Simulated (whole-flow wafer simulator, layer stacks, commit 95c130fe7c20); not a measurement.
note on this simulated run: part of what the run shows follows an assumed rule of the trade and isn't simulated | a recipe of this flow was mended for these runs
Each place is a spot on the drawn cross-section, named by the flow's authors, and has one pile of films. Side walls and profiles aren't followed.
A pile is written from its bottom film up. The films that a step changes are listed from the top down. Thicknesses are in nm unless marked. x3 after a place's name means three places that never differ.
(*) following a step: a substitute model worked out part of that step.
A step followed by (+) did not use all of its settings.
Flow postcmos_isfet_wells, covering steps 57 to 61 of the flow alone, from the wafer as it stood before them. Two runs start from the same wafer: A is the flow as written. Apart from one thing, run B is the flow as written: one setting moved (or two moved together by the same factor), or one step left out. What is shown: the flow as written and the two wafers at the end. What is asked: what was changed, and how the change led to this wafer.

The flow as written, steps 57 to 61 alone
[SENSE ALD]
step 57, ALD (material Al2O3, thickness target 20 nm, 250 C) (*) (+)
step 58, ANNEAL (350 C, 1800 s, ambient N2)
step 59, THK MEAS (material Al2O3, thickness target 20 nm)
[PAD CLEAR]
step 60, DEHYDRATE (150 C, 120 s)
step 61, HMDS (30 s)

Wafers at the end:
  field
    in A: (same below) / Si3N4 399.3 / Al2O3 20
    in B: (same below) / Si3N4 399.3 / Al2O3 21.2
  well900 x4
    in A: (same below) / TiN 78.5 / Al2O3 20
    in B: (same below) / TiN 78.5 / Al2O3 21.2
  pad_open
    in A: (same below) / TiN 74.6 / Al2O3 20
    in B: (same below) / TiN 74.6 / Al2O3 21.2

What caused this: step 57, ALD: 175 C was run, whereas the flow has 250 C.

The path from the change to this, step by step:
  step 57, ALD (material Al2O3, thickness target 20 nm, 250 C) (*) (+)
      field, margin x3, well900 x4, pad_open: A Al2O3 gains 20 (new film) | B Al2O3 gains 21.2 (new film)
